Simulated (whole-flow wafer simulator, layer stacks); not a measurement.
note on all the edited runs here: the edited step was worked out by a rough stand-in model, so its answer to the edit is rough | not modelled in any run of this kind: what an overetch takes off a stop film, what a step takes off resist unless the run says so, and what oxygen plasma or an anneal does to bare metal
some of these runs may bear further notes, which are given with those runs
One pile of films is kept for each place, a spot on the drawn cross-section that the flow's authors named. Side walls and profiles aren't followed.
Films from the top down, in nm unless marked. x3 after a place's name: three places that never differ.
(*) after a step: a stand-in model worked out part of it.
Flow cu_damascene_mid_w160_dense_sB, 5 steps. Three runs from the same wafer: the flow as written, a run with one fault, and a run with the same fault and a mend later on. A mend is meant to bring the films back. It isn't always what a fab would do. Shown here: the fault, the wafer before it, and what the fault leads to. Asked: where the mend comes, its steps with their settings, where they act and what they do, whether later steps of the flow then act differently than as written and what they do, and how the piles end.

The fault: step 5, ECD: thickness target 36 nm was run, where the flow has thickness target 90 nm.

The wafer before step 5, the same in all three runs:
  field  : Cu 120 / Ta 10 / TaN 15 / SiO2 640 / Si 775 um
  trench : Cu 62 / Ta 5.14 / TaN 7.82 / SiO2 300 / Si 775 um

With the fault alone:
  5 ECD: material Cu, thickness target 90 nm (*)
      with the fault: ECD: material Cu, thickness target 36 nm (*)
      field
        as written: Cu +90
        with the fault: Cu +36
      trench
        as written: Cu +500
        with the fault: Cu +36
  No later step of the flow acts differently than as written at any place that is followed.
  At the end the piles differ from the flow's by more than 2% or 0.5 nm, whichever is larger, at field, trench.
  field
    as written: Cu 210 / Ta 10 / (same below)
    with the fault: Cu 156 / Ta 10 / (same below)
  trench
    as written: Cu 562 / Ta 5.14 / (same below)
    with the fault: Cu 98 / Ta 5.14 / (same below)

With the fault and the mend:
  The mend comes after step 5.
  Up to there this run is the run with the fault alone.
  5a ECD: material Cu, thickness target 54 nm (*) (the flow's step 5 once more, with other settings)
      field
        Cu +54
      trench
        Cu +464
  No later step of the flow acts differently than as written at any place that is followed.
  At the end the piles are the same as the flow's at every place that both follow.
